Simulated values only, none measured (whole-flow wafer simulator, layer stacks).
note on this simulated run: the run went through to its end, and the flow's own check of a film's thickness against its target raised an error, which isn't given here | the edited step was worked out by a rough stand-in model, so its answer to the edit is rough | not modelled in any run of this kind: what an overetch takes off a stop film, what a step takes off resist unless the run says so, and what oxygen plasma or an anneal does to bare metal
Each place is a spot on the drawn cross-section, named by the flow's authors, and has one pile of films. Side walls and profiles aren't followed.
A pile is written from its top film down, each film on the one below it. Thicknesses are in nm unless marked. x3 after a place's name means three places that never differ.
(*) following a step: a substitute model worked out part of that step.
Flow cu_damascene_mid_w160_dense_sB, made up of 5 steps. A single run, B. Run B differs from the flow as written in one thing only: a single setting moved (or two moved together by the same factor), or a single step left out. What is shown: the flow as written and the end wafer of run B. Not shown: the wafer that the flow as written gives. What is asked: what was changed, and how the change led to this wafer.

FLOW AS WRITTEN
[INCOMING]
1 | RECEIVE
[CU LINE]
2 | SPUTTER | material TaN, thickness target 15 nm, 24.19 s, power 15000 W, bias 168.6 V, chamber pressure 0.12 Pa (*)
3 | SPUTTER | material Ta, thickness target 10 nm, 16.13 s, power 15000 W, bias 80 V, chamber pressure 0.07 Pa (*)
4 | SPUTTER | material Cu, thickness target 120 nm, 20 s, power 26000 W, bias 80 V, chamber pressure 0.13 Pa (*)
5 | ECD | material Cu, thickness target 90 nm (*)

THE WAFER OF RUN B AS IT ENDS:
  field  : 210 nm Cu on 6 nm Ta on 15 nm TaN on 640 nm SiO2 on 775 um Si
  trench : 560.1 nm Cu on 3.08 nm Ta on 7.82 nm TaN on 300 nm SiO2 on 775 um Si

The reason: step 3, SPUTTER: thickness target 6 nm was run, while the flow as written has thickness target 10 nm; step 3, SPUTTER: 9.68 s was run, where the flow has 16.13 s.
The wafer lets one read it off: field has Ta 6, and step 3 as written asks for 10 nm.

Step by step, how the change led to this:
  3 | SPUTTER | material Ta, thickness target 10 nm, 16.13 s, power 15000 W, bias 80 V, chamber pressure 0.07 Pa (*)
      field: +6 Ta (new film) (as written it would have been: +10 Ta (new film))
      trench: +3.08 Ta (new film) (as written it would have been: +5.14 Ta (new film))
